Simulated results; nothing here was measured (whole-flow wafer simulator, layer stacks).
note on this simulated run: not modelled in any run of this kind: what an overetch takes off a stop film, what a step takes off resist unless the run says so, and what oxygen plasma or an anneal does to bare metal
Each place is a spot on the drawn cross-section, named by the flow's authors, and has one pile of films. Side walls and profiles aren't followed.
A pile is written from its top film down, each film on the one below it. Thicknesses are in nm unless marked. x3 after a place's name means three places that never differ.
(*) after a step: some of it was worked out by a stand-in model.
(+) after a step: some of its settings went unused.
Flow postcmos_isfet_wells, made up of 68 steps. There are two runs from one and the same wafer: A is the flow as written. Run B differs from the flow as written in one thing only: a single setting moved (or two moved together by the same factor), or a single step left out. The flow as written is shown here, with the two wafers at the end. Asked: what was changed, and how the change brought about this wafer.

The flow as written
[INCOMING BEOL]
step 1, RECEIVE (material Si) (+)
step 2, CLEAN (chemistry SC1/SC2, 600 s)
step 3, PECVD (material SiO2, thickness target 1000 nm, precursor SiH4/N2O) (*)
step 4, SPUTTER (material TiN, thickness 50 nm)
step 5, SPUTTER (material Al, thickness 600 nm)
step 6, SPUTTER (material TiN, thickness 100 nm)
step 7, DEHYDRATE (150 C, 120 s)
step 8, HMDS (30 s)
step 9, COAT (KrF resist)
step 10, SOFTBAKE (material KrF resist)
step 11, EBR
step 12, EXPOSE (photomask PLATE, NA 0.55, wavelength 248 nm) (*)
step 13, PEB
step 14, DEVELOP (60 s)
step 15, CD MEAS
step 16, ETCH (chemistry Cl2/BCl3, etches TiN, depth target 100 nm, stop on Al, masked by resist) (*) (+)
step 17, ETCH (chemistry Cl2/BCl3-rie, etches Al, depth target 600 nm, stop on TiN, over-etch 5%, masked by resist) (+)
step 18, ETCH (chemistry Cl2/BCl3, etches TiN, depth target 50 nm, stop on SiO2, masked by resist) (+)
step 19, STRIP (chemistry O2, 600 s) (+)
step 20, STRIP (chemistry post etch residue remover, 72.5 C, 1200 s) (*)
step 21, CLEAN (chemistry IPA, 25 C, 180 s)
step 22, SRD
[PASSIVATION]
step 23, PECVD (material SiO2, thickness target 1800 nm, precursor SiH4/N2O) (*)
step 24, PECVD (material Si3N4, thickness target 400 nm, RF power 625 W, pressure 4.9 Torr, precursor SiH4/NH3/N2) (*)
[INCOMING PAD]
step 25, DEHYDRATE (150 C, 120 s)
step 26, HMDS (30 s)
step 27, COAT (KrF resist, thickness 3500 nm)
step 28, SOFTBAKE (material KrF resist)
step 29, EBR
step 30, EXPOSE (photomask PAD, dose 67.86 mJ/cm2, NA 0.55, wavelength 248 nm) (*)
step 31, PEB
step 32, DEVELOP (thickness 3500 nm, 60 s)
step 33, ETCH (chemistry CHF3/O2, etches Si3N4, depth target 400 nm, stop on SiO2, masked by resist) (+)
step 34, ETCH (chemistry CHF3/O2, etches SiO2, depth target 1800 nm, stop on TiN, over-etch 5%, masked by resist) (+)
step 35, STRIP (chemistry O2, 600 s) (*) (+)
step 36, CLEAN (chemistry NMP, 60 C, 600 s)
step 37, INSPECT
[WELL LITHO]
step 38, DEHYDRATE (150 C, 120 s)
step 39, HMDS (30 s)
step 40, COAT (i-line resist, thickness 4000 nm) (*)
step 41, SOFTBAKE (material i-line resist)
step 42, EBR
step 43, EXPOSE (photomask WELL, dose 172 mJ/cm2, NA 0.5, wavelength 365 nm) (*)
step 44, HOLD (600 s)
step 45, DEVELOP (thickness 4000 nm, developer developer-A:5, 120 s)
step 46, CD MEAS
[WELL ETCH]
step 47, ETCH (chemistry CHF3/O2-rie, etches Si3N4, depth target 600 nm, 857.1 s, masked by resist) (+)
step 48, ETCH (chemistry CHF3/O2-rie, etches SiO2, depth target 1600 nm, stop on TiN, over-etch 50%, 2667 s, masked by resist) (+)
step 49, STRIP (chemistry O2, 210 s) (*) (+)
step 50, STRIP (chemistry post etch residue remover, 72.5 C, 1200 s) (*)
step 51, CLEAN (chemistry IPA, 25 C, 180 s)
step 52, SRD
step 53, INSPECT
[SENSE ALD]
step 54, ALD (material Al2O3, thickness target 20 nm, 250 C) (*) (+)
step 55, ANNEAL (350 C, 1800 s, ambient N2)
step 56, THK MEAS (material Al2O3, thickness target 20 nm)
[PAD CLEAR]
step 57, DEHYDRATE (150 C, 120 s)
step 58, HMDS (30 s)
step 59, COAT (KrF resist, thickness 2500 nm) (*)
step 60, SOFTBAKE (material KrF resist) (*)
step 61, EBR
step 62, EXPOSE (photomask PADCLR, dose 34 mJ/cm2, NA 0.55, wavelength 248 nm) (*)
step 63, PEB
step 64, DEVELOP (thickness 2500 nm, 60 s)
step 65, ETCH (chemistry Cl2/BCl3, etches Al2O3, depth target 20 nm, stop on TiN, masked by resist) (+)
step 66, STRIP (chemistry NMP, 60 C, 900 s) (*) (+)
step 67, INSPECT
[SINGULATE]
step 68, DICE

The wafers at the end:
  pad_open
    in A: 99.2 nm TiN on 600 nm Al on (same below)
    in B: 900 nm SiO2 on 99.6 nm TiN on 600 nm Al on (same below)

What caused this: step 34, ETCH: depth target 900 nm was run, while the flow as written has depth target 1800 nm.

Step by step, how the change led to this:
  step 34, ETCH (chemistry CHF3/O2, etches SiO2, depth target 1800 nm, stop on TiN, over-etch 5%, masked by resist) (+)
      pad_open: A SiO2 loses 1800 (all of it) | B SiO2 loses 900
      field, margin, well900, well1300, well2000, well3000, pad_rim, pad_clr: A KrF resist loses 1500 | B KrF resist loses 750
  step 35, STRIP (chemistry O2, 600 s) (*) (+)
      field, margin, well900, well1300, well2000, well3000, pad_rim, pad_clr: A KrF resist loses 1638.4 (all of it) | B KrF resist loses 2388.4 (all of it)
  step 40, COAT (i-line resist, thickness 4000 nm) (*)
      pad_clr: A i-line resist gains 3256.8 (new film) | B i-line resist gains 3545.4 (new film)
      pad_open: A i-line resist gains 4804.7 (new film) | B i-line resist gains 4479.6 (new film)
  step 41, SOFTBAKE (material i-line resist)
      pad_clr: A i-line resist loses 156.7 | B i-line resist loses 74.6
      pad_open: A i-line resist gains 115.3 | B i-line resist gains 72.2
  step 49, STRIP (chemistry O2, 210 s) (*) (+)
      pad_clr: A i-line resist loses 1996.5 (all of it) | B i-line resist loses 2367.2 (all of it)
      pad_open: A i-line resist loses 3816.3 (all of it) | B i-line resist loses 3448.2 (all of it)
  step 59, COAT (KrF resist, thickness 2500 nm) (*)
      pad_rim: A KrF resist gains 1976.4 (new film) | B KrF resist gains 2185.2 (new film)
      pad_clr: A KrF resist gains 1691.6 (new film) | B KrF resist gains 2003.4 (new film)
      (as well as at 1 more place)
  step 60, SOFTBAKE (material KrF resist) (*)
      pad_rim: A nothing | B KrF resist loses 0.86
      pad_clr: A KrF resist loses 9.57 | B KrF resist loses 5.52
  step 64, DEVELOP (thickness 2500 nm, 60 s)
      pad_clr: A KrF resist loses 1682 (all of it) | B KrF resist loses 1997.9 (all of it)
      pad_open: A KrF resist loses 3067.2 (all of it) | B KrF resist loses 2837.1 (all of it)
  step 66, STRIP (chemistry NMP, 60 C, 900 s) (*) (+)
      pad_rim: A KrF resist loses 1937.7 (all of it) | B KrF resist loses 2145.6 (all of it)
